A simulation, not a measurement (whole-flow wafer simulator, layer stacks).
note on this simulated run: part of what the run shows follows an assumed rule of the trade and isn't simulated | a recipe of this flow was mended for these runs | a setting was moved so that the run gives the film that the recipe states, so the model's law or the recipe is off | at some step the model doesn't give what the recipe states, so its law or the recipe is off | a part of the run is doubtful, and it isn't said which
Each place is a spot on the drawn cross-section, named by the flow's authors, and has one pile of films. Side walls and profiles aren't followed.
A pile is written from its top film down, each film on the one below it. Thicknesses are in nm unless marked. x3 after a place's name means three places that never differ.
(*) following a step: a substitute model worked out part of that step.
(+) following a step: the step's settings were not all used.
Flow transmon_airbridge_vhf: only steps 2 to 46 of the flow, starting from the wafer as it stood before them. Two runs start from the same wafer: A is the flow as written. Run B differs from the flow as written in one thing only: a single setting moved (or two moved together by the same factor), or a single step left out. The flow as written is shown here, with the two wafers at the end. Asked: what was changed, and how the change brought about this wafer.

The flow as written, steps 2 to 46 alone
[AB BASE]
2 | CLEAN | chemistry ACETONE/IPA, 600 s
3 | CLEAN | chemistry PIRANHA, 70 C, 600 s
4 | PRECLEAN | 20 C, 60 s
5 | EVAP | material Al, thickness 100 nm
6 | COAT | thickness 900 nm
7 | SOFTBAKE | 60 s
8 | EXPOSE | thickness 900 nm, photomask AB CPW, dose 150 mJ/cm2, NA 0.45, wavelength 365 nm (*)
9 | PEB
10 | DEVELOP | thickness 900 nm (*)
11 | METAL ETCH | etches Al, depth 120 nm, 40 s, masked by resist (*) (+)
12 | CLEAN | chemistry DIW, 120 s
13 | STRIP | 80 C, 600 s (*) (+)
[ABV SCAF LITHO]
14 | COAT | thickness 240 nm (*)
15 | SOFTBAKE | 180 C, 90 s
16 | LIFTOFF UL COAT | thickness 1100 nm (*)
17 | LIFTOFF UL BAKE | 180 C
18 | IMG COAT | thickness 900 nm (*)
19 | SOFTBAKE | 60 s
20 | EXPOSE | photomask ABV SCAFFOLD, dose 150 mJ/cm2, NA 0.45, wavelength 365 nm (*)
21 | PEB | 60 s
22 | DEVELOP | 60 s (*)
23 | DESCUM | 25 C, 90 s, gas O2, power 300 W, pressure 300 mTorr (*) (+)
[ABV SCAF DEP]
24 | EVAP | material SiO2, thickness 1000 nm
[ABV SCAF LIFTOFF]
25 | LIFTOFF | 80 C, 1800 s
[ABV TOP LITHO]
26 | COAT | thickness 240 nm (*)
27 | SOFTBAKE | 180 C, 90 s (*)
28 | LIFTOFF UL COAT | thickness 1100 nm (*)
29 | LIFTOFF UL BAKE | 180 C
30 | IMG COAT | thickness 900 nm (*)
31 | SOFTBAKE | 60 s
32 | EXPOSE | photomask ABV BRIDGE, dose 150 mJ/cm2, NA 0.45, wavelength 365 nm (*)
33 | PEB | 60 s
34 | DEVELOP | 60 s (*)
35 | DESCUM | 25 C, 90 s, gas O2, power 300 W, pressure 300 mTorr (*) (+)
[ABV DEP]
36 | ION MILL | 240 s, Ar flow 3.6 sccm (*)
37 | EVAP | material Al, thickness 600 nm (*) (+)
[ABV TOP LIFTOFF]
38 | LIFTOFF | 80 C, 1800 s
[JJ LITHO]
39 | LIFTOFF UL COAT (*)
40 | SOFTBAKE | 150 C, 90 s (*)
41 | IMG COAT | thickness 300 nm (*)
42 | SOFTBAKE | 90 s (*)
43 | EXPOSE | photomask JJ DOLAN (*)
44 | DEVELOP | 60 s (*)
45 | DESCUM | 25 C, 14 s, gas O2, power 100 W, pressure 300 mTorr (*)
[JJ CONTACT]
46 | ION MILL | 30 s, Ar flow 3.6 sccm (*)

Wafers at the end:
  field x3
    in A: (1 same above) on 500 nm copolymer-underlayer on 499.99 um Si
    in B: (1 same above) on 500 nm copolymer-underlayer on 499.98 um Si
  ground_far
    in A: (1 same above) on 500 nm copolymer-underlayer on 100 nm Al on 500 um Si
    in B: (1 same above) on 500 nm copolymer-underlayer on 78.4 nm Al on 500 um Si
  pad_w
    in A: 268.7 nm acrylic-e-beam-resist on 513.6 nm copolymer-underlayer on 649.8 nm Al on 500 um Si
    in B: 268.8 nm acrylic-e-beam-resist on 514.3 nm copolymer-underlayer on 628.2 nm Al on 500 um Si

Cause: step 5, EVAP: thickness 78.4 nm was run, while the flow as written has thickness 100 nm.
The wafer lets one read it off: ground_far has Al 78.4, and step 5 as written asks for 100 nm.

Step by step, how the change led to this:
  5 | EVAP | material Al, thickness 100 nm
      field x3, jj_line, ground_far and 12 more: A +100 Al (new film) | B +78.4 Al (new film)
  11 | METAL ETCH | etches Al, depth 120 nm, 40 s, masked by resist (*) (+)
      field x3, jj_line, gap_w, gap_e: A -86.7 Al (all of it), -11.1 Si | B -65.1 Al (all of it), -18.3 Si
